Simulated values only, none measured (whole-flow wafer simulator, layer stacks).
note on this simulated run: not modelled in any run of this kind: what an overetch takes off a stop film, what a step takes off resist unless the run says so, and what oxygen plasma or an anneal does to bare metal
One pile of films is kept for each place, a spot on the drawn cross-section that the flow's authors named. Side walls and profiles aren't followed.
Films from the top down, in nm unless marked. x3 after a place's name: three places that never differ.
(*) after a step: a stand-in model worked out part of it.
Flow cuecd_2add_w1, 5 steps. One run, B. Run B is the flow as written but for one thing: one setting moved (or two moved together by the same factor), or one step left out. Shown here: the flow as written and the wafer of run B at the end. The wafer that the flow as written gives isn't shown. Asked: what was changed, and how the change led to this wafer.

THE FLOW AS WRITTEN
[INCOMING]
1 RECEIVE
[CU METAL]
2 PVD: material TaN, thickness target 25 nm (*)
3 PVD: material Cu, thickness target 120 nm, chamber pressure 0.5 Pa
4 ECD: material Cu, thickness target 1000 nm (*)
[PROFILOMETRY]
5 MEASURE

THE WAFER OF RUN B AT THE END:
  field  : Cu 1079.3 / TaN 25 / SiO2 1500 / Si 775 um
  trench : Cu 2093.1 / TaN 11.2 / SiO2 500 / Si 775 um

The cause: step 3, PVD: thickness target 79.3 nm was run, where the flow has thickness target 120 nm.

How the change led to this, step by step:
  3 PVD: material Cu, thickness target 120 nm, chamber pressure 0.5 Pa
      field: Cu +79.3 (new film) (as written it would be: Cu +120 (new film))
      trench: Cu +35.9 (new film) (as written it would be: Cu +53.6 (new film))
